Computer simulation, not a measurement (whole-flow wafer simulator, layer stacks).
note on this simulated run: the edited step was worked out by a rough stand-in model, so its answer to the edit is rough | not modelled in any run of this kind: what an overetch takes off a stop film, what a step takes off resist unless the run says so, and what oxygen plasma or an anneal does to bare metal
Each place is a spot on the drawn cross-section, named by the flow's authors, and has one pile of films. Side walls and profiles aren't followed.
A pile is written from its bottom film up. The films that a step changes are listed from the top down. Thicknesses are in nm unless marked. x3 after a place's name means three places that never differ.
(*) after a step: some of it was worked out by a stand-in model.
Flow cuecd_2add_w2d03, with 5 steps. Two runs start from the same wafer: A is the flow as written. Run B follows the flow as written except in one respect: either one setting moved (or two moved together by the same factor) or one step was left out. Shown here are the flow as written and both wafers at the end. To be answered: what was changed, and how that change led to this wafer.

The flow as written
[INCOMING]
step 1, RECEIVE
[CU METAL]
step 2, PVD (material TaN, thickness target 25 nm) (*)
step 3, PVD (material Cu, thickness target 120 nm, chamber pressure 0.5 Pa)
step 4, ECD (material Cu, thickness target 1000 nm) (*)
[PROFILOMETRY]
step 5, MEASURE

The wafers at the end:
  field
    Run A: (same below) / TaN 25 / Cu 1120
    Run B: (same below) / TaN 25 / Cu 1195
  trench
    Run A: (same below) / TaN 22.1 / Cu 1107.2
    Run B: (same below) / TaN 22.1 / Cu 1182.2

The reason: step 4, ECD: thickness target 1075 nm was run, while the flow as written has thickness target 1000 nm.

How this came from the change, step by step:
  step 4, ECD (material Cu, thickness target 1000 nm) (*)
      field, trench: A Cu gains 1000 | B Cu gains 1075
